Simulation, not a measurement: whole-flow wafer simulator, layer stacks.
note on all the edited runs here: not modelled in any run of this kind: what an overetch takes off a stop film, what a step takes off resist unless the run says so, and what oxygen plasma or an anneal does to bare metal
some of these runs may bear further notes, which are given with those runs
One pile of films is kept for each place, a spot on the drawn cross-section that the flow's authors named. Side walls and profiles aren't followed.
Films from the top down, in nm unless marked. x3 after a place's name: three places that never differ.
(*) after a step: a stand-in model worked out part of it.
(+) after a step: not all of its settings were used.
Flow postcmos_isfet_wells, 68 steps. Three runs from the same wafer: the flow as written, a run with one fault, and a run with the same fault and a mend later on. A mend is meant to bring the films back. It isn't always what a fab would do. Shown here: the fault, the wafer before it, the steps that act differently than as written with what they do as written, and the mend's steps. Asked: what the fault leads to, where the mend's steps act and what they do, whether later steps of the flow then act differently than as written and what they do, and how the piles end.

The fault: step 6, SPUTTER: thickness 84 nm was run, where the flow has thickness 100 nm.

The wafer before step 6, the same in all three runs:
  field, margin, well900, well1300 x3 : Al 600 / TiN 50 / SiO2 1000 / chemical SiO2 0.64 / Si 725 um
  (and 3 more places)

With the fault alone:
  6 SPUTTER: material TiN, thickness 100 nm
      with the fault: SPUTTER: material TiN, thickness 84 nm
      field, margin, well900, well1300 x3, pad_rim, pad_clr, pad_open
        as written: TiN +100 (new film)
        with the fault: TiN +84 (new film)
  Later steps of the flow that act differently than as written:
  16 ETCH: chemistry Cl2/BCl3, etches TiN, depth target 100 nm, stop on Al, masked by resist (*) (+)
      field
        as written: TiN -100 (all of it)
        with the fault: TiN -84 (all of it)
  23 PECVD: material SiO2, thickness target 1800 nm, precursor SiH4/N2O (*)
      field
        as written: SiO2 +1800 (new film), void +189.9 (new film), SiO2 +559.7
        with the fault: SiO2 +1800 (new film), void +177.8 (new film), SiO2 +555.7
  At the end the piles differ from the flow's by more than 2% or 0.5 nm, whichever is larger, at field, margin, well900, well1300 x3, pad_rim, pad_clr, pad_open.
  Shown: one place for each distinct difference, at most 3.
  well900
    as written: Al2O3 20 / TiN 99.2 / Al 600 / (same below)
    with the fault: Al2O3 20 / TiN 83.2 / Al 600 / (same below)
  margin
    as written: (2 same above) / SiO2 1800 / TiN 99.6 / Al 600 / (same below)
    with the fault: (2 same above) / SiO2 1800 / TiN 83.6 / Al 600 / (same below)
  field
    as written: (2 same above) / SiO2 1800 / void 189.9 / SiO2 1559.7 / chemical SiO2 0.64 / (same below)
    with the fault: (2 same above) / SiO2 1800 / void 177.8 / SiO2 1555.7 / chemical SiO2 0.64 / (same below)

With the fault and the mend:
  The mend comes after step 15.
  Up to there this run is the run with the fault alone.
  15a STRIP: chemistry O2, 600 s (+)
      margin, well900, well1300 x3, pad_rim, pad_clr, pad_open
        KrF resist -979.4 (all of it)
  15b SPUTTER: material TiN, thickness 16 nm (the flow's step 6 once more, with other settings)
      field, margin, well900, well1300 x3, pad_rim, pad_clr, pad_open
        TiN +16
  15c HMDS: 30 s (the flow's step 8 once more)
      changes no film at any place that is followed
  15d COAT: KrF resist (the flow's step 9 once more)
      field, margin, well900, well1300 x3, pad_rim, pad_clr, pad_open
        KrF resist +1000 (new film)
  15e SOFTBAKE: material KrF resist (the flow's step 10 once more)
      changes no film at any place that is followed
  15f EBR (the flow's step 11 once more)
      changes no film at any place that is followed
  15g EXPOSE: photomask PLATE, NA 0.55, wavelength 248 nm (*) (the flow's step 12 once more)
      changes no film at any place that is followed
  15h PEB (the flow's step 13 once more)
      field, margin, well900, well1300 x3, pad_rim, pad_clr, pad_open
        KrF resist -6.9
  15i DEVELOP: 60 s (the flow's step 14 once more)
      margin, well900, well1300 x3, pad_rim, pad_clr, pad_open
        KrF resist -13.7
      field
        KrF resist -993.1 (all of it)
  No later step of the flow acts differently than as written at any place that is followed.
  At the end the piles are the same as the flow's at every place that both follow.
